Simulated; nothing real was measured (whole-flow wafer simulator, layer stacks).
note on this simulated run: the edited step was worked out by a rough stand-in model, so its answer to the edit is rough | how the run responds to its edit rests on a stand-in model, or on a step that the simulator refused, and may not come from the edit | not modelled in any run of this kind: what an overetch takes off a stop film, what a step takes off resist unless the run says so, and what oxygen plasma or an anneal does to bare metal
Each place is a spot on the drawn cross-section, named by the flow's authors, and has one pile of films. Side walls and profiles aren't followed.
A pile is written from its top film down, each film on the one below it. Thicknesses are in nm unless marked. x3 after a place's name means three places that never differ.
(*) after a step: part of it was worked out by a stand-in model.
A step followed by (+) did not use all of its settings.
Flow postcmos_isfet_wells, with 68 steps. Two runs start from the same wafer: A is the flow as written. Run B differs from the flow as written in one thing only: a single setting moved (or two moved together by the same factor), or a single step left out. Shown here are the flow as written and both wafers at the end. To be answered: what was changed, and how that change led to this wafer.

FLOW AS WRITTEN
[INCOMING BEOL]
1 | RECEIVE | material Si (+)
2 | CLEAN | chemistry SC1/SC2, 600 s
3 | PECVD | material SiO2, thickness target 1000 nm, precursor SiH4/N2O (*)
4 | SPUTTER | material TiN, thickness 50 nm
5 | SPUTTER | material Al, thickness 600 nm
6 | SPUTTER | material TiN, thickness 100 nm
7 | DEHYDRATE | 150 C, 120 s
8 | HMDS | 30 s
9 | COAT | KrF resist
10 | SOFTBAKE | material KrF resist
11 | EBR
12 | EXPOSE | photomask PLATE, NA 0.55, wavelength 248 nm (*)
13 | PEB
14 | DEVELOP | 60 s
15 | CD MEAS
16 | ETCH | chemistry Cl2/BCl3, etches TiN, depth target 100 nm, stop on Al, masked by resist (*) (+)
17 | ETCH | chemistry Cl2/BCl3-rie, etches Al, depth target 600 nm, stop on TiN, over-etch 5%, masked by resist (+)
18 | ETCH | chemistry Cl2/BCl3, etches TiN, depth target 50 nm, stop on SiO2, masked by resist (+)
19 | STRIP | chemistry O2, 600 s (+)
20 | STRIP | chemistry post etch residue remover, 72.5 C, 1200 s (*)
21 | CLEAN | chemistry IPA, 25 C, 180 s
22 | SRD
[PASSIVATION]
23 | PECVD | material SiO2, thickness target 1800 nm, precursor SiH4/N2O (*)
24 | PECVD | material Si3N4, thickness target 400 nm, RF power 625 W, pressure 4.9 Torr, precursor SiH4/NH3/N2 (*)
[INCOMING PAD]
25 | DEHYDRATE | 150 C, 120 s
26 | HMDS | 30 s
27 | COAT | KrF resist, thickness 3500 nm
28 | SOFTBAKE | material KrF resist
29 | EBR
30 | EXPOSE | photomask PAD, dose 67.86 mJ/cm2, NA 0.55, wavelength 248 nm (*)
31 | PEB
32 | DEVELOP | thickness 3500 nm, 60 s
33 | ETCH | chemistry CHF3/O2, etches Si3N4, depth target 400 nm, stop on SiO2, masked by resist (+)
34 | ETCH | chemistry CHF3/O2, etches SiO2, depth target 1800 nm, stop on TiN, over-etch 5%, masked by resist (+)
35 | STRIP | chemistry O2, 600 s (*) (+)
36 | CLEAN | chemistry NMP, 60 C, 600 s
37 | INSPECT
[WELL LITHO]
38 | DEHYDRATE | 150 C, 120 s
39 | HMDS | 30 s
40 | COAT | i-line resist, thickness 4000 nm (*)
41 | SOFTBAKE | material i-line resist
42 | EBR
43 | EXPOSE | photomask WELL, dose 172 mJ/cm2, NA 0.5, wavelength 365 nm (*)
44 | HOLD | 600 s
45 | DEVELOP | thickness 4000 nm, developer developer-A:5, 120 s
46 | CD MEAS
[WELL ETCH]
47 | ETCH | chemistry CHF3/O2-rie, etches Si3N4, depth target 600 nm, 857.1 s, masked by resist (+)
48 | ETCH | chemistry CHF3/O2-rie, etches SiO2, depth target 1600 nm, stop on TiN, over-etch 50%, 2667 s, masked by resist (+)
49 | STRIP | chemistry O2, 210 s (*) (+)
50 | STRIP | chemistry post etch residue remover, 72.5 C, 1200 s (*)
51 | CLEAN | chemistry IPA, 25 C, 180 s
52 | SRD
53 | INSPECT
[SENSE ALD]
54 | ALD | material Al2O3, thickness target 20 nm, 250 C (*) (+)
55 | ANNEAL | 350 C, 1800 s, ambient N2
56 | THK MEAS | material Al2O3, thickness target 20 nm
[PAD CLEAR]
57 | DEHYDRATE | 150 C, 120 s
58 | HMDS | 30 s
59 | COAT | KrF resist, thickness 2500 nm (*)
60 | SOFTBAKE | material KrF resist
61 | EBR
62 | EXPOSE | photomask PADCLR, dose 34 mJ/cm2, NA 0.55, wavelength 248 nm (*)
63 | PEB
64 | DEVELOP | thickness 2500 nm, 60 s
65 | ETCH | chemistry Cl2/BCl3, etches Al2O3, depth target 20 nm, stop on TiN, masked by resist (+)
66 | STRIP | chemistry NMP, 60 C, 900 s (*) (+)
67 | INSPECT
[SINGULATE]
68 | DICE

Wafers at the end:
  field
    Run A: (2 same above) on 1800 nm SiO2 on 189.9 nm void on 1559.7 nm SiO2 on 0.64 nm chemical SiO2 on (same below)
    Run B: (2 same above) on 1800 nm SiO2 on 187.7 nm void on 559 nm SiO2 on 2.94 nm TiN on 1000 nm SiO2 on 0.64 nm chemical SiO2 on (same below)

What caused this: step 16, ETCH: depth target 95 nm was run, whereas the flow has depth target 100 nm.

Step by step, how the change led to this:
  16 | ETCH | chemistry Cl2/BCl3, etches TiN, depth target 100 nm, stop on Al, masked by resist (*) (+)
      field: A -100 TiN (all of it) | B -95 TiN
      margin, well900, well1300 x3, pad_rim, pad_clr, pad_open: A -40 KrF resist | B -38 KrF resist
  17 | ETCH | chemistry Cl2/BCl3-rie, etches Al, depth target 600 nm, stop on TiN, over-etch 5%, masked by resist (+)
      field: A -600 Al (all of it) | B -5 TiN (all of it), -592 Al
  18 | ETCH | chemistry Cl2/BCl3, etches TiN, depth target 50 nm, stop on SiO2, masked by resist (+)
      field: A -50 TiN (all of it) | B -8 Al (all of it), -46.6 TiN
  23 | PECVD | material SiO2, thickness target 1800 nm, precursor SiH4/N2O (*)
      field: A +1800 SiO2 (new film), +189.9 void (new film), +559.7 SiO2 | B +1800 SiO2 (new film), +187.7 void (new film), +559 SiO2 (new film)
Taking metal films that touch as one body, field has 1 body; the flow as written gives 0 bodies.
